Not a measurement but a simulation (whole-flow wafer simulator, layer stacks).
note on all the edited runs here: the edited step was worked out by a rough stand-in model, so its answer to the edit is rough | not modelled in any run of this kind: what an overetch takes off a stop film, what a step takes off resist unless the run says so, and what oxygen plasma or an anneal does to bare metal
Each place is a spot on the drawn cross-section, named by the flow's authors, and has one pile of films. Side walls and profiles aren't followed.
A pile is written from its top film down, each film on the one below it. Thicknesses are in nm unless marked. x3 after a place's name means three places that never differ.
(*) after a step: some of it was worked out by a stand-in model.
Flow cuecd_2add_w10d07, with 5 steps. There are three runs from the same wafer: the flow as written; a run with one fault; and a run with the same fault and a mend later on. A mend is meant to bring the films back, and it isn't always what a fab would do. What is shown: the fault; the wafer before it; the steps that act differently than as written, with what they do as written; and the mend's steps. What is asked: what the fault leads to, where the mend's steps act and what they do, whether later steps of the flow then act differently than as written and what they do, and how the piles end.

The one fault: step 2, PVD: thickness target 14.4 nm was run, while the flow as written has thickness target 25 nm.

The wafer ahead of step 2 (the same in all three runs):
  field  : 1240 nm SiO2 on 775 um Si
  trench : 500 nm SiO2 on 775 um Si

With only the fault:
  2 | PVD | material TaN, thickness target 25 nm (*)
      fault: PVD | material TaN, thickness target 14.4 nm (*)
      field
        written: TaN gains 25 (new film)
        fault: TaN gains 14.4 (new film)
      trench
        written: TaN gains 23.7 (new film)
        fault: TaN gains 13.6 (new film)
  Every later step of the flow that is run acts as written at every place that is followed.
  At field, trench, the piles at the end differ from the flow's by more than 2% or 0.5 nm, whichever is larger.
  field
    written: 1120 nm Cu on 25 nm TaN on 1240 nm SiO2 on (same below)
    fault: 1120 nm Cu on 14.4 nm TaN on 1240 nm SiO2 on (same below)
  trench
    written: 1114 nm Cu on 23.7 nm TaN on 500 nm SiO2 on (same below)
    fault: 1114 nm Cu on 13.6 nm TaN on 500 nm SiO2 on (same below)

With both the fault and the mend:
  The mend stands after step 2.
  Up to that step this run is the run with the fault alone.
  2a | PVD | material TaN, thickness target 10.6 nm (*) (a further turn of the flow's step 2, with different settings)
      field
        TaN gains 10.6
      trench
        TaN gains 10
  Every later step of the flow that is run acts as written at every place that is followed.
  The piles end the same as the flow's at every place that both follow.
